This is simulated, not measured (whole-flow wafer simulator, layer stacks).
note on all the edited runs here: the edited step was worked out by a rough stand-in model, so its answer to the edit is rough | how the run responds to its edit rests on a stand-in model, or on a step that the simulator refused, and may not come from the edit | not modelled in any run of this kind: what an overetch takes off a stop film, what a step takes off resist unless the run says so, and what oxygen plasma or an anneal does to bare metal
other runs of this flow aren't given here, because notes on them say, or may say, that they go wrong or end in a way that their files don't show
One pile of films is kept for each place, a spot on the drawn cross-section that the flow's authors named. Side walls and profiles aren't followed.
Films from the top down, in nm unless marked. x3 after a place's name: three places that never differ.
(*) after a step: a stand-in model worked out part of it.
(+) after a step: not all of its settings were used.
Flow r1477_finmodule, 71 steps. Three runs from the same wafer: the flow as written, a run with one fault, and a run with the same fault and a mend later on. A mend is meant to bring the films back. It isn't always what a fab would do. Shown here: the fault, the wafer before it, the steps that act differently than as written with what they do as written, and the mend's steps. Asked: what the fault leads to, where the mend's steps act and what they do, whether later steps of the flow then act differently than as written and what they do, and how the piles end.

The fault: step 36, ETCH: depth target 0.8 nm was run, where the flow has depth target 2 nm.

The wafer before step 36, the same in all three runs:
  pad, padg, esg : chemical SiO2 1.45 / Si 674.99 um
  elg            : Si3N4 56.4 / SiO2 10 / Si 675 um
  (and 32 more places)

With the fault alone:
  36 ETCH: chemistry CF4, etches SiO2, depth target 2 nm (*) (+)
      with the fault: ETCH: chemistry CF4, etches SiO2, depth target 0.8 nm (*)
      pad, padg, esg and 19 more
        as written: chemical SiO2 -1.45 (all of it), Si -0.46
        with the fault: chemical SiO2 -0.8
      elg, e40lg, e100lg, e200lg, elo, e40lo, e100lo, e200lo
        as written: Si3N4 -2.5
        with the fault: Si3N4 -1
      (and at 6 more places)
  Later steps of the flow that act differently than as written (7 more steps differ only slightly, by at most 2% or 0.5 nm, whichever is larger, and aren't shown):
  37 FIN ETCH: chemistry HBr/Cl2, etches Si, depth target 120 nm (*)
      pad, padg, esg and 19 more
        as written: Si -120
        with the fault: chemical SiO2 -0.65 (all of it), Si -120
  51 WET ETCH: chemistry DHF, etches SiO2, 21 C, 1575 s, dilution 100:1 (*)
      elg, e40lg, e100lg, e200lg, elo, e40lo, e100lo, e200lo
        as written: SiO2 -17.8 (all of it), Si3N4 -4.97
        with the fault: SiO2 -16.3 (all of it), Si3N4 -5.09
  At the end the piles differ from the flow's by more than 2% or 0.5 nm, whichever is larger, at elg, e40lg, e100lg, e200lg, elo, e40lo, e100lo, e200lo.
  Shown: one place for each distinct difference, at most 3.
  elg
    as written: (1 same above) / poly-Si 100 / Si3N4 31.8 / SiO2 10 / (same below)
    with the fault: (1 same above) / poly-Si 100 / Si3N4 33.1 / SiO2 10 / (same below)
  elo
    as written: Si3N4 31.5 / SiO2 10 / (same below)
    with the fault: Si3N4 32.9 / SiO2 10 / (same below)

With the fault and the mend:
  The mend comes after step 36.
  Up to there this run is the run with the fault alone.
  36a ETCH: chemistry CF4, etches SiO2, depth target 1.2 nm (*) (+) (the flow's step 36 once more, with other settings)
      pad, padg, esg and 19 more
        chemical SiO2 -0.65 (all of it), Si -0.46
      elg, e40lg, e100lg, e200lg, elo, e40lo, e100lo, e200lo
        Si3N4 -1.5
      s40sg_line, s45sg_line, s50sg_line, s40so_line, s45so_line, s50so_line
        SiO2 -1.2
  No later step of the flow acts differently than as written at any place that is followed.
  At the end the piles are the same as the flow's at every place that both follow.
